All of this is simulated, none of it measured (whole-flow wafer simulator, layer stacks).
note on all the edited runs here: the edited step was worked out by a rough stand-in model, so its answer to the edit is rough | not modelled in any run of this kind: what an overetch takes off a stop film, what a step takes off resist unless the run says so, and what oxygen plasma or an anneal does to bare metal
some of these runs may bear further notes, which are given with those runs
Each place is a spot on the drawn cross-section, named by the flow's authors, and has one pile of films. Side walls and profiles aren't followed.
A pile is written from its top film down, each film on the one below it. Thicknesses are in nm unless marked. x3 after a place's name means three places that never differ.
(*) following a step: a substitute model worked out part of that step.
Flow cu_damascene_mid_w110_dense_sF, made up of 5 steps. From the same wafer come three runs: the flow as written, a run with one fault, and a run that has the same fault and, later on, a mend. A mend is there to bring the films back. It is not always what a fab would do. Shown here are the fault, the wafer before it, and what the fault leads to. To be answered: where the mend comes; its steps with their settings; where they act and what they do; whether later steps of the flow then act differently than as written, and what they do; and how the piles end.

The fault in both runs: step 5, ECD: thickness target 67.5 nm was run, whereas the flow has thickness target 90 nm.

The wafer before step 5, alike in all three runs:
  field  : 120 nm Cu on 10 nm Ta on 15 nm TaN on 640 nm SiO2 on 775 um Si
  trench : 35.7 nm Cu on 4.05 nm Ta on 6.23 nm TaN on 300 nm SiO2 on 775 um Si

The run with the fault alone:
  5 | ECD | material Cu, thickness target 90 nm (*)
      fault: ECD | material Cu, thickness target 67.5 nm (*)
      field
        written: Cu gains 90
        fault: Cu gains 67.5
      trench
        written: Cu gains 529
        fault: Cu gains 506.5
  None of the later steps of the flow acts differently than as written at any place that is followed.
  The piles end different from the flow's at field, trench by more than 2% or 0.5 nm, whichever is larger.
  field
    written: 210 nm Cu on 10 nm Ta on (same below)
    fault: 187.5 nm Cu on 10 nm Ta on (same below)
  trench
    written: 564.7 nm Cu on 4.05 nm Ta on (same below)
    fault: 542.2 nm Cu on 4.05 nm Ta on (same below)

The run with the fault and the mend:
  After step 5 comes the mend.
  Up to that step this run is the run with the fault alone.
  5a | ECD | material Cu, thickness target 22.5 nm (the flow's step 5 again, with other settings)
      field, trench
        Cu gains 22.5
  None of the later steps of the flow acts differently than as written at any place that is followed.
  At every place that both follow, the piles at the end match the flow's.
